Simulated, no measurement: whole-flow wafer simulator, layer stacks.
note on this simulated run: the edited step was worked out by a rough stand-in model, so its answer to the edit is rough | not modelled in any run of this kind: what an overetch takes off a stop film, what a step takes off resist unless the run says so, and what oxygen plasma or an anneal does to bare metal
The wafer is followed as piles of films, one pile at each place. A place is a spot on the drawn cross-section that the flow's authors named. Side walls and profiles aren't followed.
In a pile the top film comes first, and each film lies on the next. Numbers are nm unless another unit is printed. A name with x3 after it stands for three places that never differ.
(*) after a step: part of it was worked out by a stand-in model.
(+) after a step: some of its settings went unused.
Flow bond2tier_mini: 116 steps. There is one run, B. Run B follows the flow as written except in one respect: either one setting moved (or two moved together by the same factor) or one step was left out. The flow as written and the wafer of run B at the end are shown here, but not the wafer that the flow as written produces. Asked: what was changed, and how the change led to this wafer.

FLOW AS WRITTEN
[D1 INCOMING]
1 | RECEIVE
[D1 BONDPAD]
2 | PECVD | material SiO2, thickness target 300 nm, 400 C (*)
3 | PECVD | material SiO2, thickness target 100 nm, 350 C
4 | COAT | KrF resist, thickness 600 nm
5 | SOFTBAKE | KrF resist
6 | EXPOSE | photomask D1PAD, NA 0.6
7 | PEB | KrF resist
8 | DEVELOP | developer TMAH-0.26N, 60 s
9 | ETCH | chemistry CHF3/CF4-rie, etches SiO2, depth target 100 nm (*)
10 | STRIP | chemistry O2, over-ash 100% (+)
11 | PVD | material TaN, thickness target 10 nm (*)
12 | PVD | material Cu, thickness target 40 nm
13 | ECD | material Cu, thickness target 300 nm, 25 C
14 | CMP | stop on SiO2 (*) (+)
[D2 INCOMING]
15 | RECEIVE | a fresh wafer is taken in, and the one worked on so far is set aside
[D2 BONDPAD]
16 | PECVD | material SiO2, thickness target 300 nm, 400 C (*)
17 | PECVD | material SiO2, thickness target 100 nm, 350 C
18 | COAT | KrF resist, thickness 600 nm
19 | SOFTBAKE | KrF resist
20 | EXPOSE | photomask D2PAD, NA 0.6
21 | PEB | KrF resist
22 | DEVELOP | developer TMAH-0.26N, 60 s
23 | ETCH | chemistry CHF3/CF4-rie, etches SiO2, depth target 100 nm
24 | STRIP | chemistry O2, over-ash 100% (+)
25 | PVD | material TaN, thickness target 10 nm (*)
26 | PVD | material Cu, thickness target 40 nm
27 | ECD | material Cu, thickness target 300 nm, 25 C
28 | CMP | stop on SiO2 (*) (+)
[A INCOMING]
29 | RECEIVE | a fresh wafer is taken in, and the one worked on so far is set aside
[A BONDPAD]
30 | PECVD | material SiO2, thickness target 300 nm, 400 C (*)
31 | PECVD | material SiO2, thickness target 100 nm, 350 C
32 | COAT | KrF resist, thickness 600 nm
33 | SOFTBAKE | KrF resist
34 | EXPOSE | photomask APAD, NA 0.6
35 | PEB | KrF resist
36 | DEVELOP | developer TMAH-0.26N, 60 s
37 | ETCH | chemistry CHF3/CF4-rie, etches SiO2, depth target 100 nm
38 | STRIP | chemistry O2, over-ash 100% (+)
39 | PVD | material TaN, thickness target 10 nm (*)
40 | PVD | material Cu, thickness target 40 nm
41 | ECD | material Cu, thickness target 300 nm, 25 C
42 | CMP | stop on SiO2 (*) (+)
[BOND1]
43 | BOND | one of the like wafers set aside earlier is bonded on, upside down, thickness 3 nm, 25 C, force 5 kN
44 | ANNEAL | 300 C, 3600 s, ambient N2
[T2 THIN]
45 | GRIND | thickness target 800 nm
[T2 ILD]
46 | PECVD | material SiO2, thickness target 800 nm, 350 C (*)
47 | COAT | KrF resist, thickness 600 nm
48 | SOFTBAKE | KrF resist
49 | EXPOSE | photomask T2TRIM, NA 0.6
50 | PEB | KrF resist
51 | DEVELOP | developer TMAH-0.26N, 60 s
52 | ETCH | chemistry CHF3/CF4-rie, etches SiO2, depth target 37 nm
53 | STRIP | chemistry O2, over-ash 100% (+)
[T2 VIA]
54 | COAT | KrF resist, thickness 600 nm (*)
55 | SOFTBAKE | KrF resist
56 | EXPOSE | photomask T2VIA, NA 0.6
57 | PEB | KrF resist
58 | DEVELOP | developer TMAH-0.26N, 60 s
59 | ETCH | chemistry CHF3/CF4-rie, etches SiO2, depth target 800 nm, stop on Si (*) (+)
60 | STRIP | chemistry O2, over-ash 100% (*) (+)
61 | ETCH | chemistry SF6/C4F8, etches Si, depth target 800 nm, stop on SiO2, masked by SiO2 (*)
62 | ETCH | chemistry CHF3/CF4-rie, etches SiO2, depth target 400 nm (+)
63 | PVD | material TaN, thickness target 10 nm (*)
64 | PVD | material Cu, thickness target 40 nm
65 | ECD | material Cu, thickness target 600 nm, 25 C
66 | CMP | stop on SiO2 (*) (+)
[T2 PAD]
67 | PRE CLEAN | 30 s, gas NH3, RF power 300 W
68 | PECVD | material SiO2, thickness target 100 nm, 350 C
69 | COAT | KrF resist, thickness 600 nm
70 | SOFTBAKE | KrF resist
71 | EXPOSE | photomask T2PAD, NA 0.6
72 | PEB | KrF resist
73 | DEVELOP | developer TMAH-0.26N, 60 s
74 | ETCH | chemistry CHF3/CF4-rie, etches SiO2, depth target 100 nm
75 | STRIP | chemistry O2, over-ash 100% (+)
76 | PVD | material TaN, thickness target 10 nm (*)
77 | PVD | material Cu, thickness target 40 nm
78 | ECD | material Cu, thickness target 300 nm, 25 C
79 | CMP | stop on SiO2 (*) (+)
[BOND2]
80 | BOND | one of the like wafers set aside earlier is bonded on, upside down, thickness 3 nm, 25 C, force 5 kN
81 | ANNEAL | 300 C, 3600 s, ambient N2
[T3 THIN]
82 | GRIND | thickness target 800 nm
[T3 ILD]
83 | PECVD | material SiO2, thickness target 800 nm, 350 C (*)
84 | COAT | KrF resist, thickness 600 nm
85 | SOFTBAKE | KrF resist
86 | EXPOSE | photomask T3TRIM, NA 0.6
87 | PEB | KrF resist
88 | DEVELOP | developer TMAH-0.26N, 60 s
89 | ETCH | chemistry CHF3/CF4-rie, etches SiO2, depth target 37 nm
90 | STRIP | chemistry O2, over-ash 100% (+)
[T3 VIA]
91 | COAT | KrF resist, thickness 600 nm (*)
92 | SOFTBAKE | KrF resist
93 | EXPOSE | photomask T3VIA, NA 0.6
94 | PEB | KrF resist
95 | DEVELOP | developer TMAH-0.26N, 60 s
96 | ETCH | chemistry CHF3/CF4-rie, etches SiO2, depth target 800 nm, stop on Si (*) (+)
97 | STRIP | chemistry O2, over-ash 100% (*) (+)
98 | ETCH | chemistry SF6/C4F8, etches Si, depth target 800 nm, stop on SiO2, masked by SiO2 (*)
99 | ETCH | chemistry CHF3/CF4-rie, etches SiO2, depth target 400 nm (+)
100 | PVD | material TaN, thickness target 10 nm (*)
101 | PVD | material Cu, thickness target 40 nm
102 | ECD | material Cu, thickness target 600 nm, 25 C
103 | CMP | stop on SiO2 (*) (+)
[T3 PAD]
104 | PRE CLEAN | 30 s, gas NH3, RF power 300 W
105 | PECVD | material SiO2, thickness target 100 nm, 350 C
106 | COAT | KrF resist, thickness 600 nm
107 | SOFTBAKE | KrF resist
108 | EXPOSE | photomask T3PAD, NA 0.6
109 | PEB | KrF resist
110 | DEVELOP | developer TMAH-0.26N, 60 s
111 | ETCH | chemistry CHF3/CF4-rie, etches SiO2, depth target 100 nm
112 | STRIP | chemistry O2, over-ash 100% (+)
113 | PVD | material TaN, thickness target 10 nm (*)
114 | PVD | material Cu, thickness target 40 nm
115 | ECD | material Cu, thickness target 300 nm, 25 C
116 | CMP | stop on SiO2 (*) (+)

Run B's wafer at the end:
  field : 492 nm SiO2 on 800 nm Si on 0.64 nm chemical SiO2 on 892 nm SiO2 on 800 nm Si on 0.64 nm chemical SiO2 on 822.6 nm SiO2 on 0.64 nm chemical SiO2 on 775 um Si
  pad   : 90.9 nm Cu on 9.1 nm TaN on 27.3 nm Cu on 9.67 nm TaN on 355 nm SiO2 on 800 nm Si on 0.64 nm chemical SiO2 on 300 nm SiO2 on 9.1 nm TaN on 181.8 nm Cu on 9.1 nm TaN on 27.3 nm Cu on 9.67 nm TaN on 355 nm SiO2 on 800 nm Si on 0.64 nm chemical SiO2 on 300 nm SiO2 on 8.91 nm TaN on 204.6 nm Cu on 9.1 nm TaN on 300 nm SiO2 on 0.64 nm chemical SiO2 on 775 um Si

The reason: step 3, PECVD: thickness target 122.6 nm was run, while the flow as written has thickness target 100 nm; step 9, ETCH: depth target 122.6 nm was run, where the flow has depth target 100 nm.

The path from the change to this, step by step:
  3 | PECVD | material SiO2, thickness target 100 nm, 350 C
      field, pad, via: +122.6 SiO2 (it would be, as written: +100 SiO2)
  9 | ETCH | chemistry CHF3/CF4-rie, etches SiO2, depth target 100 nm (*)
      pad, via: -122.6 SiO2 (it would be, as written: -100 SiO2)
      field: -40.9 KrF resist (it would be, as written: -33.3 KrF resist)
  12 | PVD | material Cu, thickness target 40 nm
      pad: +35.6 Cu (new film) (it would be, as written: +36.4 Cu (new film))
  13 | ECD | material Cu, thickness target 300 nm, 25 C
      pad: +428 Cu (it would be, as written: +404.5 Cu)
      via: +422.9 Cu (it would be, as written: +400.2 Cu)
  43 | BOND | one of the like wafers set aside earlier is bonded on, upside down, thickness 3 nm, 25 C, force 5 kN
      field: +775 um Si (new film), +0.64 chemical SiO2 (new film), +422.6 SiO2 (it would be, as written: +775 um Si (new film), +0.64 chemical SiO2 (new film), +400 SiO2)
      pad: +775 um Si (new film), +0.64 chemical SiO2 (new film), +300 SiO2 (new film), +8.91 TaN (new film), +113.7 Cu (it would be, as written: +775 um Si (new film), +0.64 chemical SiO2 (new film), +300 SiO2 (new film), +9.1 TaN (new film), +90.9 Cu)
      (as well as at 1 more place)
